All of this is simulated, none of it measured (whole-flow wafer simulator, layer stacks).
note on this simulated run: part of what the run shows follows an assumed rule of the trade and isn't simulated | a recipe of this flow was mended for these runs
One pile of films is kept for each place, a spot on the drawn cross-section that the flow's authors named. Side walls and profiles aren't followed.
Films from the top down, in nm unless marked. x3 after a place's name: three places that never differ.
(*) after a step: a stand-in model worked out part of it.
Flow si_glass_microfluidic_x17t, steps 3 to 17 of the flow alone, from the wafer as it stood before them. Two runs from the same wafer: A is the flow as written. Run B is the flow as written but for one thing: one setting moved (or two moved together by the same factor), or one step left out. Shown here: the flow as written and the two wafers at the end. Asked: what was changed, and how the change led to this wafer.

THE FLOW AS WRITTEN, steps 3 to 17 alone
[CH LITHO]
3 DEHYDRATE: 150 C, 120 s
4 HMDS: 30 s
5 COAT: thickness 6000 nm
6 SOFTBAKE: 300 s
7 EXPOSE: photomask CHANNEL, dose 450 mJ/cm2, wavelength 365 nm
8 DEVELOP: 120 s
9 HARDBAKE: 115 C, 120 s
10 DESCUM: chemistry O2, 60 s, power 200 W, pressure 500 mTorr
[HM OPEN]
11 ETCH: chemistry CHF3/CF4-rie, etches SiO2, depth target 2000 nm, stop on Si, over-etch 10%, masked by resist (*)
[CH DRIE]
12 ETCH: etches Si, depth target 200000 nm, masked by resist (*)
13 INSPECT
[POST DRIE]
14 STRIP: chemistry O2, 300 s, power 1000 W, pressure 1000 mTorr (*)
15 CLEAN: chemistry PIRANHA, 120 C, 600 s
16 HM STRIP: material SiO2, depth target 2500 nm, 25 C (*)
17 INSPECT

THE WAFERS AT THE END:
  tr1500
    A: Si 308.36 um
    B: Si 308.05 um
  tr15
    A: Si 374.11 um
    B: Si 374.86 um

The cause: step 5, COAT: thickness 8160 nm was run, where the flow has thickness 6000 nm.

How the change led to this, step by step:
  5 COAT: thickness 6000 nm
      land, tr110, tr1500, tr15: A thick-i-line-resist +6000 (new film) | B thick-i-line-resist +8160 (new film)
  8 DEVELOP: 120 s
      tr110, tr1500, tr15: A thick-i-line-resist -6000 (all of it) | B thick-i-line-resist -8160 (all of it)
  9 HARDBAKE: 115 C, 120 s
      land: A thick-i-line-resist -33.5 | B thick-i-line-resist -52.5
  12 ETCH: etches Si, depth target 200000 nm, masked by resist (*)
      tr1500: A Si -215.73 um | B Si -216.05 um
      tr15: A Si -149.99 um | B Si -149.23 um
  14 STRIP: chemistry O2, 300 s, power 1000 W, pressure 1000 mTorr (*)
      land: A thick-i-line-resist -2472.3 (all of it) | B thick-i-line-resist -4609.4 (all of it)
